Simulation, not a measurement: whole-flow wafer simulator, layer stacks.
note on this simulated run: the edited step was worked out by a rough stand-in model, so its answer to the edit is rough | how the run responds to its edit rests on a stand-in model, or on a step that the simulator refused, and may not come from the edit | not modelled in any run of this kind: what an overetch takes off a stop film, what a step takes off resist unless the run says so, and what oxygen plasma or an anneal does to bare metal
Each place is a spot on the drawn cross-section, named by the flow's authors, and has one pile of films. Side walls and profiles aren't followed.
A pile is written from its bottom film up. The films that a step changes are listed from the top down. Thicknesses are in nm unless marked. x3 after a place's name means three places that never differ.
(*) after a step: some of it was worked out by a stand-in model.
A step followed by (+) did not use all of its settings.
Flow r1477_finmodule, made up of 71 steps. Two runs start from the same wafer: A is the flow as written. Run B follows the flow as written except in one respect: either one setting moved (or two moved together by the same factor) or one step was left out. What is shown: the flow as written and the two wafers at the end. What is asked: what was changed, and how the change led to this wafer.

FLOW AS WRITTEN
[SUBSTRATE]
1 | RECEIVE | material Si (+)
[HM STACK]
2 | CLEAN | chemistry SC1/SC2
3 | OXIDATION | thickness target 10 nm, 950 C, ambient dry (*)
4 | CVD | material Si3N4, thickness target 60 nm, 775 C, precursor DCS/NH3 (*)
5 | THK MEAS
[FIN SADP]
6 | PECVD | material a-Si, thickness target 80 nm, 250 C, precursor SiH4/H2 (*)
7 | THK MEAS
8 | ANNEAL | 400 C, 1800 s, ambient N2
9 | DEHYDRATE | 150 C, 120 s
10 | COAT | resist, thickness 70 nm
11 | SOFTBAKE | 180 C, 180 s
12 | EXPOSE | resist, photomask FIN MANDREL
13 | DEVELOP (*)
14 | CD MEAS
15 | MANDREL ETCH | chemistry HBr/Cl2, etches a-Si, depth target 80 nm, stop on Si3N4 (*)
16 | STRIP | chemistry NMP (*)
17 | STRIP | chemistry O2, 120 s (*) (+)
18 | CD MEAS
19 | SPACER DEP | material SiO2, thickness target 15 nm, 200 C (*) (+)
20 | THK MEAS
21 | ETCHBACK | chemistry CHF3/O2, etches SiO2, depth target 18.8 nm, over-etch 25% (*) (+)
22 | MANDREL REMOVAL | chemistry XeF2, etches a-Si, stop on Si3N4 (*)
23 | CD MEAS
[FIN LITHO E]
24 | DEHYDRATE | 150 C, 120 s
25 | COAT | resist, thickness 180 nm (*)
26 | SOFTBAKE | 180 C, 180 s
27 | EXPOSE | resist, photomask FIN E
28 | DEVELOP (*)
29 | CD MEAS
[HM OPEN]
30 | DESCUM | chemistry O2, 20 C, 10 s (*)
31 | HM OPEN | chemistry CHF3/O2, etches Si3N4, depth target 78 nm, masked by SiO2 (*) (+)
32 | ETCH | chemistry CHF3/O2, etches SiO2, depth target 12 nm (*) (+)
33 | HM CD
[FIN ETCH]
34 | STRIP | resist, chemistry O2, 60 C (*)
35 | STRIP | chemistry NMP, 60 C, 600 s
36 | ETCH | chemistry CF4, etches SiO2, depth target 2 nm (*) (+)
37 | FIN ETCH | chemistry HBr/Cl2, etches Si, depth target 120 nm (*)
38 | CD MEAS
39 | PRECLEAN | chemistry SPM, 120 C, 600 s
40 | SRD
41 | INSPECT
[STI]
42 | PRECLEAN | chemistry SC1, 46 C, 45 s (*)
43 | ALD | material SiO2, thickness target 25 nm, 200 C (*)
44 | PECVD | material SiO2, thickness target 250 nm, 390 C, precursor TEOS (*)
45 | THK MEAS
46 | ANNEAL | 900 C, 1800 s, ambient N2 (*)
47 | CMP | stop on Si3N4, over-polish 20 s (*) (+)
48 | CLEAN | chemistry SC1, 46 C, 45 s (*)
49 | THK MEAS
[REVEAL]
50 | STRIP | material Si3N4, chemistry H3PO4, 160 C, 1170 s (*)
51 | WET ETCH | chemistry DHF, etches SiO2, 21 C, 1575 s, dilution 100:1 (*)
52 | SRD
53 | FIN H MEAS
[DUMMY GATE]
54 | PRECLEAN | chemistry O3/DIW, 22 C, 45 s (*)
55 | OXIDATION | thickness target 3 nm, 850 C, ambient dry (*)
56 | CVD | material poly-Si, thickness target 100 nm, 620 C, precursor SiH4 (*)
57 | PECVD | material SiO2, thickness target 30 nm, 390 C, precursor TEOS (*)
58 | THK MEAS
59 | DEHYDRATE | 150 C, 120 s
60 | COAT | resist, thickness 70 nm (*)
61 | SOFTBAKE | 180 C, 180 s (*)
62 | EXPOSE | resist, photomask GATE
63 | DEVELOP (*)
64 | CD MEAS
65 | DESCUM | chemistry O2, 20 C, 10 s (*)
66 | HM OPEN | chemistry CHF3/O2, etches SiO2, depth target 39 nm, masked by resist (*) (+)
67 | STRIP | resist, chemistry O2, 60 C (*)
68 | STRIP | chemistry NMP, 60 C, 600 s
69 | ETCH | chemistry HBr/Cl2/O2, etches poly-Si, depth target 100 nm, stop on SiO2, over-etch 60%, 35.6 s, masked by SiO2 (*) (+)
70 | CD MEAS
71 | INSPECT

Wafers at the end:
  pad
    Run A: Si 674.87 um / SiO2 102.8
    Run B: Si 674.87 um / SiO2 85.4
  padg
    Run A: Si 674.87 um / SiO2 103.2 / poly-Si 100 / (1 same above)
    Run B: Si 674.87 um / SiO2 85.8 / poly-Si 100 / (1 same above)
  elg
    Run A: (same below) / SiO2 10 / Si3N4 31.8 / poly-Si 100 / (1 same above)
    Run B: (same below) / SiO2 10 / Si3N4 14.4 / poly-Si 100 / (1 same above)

The reason: step 4, CVD: thickness target 42.6 nm was run, though the flow has thickness target 60 nm.

Step by step, how the change led to this:
  4 | CVD | material Si3N4, thickness target 60 nm, 775 C, precursor DCS/NH3 (*)
      pad, padg, elg and 33 more: A +60 Si3N4 (new film) | B +42.6 Si3N4 (new film)
  31 | HM OPEN | chemistry CHF3/O2, etches Si3N4, depth target 78 nm, masked by SiO2 (*) (+)
      pad, padg, esg and 13 more: A -56.4 Si3N4 (all of it), -10 SiO2 (all of it) | B -39 Si3N4 (all of it), -10 SiO2 (all of it)
      elg, e40lg, e100lg, e200lg, elo, e40lo, e100lo, e200lo: A -78 resist | B -58.5 resist
      (also at 12 further places)
  32 | ETCH | chemistry CHF3/O2, etches SiO2, depth target 12 nm (*) (+)
      s40cg, s45cg, s50cg, s40co, s45co, s50co: A -1 SiO2 (all of it), -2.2 Si | B -2.06 SiO2 (all of it), -1.99 Si
  34 | STRIP | resist, chemistry O2, 60 C (*)
      elg, e40lg, e100lg, e200lg, elo, e40lo, e100lo, e200lo: A -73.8 resist (all of it) | B -93.3 resist (all of it)
  43 | ALD | material SiO2, thickness target 25 nm, 200 C (*)
      s40cg, s45cg, s50cg, s40co, s45co, s50co: A +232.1 SiO2 (new film) | B +224.2 SiO2 (new film)
      esg: A +194.3 SiO2 (new film) | B +176.8 SiO2 (new film)
  47 | CMP | stop on Si3N4, over-polish 20 s (*) (+)
      pad, padg, e40sg and 11 more: A -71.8 SiO2 | B -89.2 SiO2
      s40cg, s45cg, s50cg, s40co, s45co, s50co: A -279 SiO2 | B -288.8 SiO2
      (also at 7 further places)
  50 | STRIP | material Si3N4, chemistry H3PO4, 160 C, 1170 s (*)
      s40sg_line, s45sg_line, s50sg_line, s40so_line, s45so_line, s50so_line: A -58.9 Si3N4 (all of it), -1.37 SiO2 | B -41.5 Si3N4 (all of it), -1.91 SiO2
  51 | WET ETCH | chemistry DHF, etches SiO2, 21 C, 1575 s, dilution 100:1 (*)
      s40sg_line, s45sg_line, s50sg_line, s40so_line, s45so_line, s50so_line: A -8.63 SiO2 (all of it) | B -8.09 SiO2 (all of it)
  56 | CVD | material poly-Si, thickness target 100 nm, 620 C, precursor SiH4 (*)
      s40cg, s40co: A +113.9 poly-Si (new film) | B +133.3 poly-Si (new film)
      s45cg, s45co: A +113.4 poly-Si (new film) | B +133.3 poly-Si (new film)
      (also at 2 further places)
  60 | COAT | resist, thickness 70 nm (*)
      s40cg, s40co: A +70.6 resist (new film) | B +68.4 resist (new film)
      s40sg, s40so: A +91 resist (new film) | B +108.2 resist (new film)
      (also at 8 further places)
  63 | DEVELOP (*)
      s40co: A -70.6 resist (all of it) | B -68.4 resist (all of it)
      s40so: A -91 resist (all of it) | B -108.2 resist (all of it)
      (also at 4 further places)
  67 | STRIP | resist, chemistry O2, 60 C (*)
      s40cg: A -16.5 resist (all of it) | B -14.3 resist (all of it)
      s40sg: A -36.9 resist (all of it) | B -54.1 resist (all of it)
      (also at 4 further places)
  69 | ETCH | chemistry HBr/Cl2/O2, etches poly-Si, depth target 100 nm, stop on SiO2, over-etch 60%, 35.6 s, masked by SiO2 (*) (+)
      s40co: A -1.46 chemical SiO2 (all of it), -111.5 poly-Si (all of it), -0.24 SiO2 | B -1.46 chemical SiO2 (all of it), -130.9 poly-Si (all of it), -0.15 SiO2
      s45co: A -1.46 chemical SiO2 (all of it), -110.9 poly-Si (all of it), -0.25 SiO2 | B -1.46 chemical SiO2 (all of it), -130.9 poly-Si (all of it), -0.15 SiO2
      (also at 1 further place)
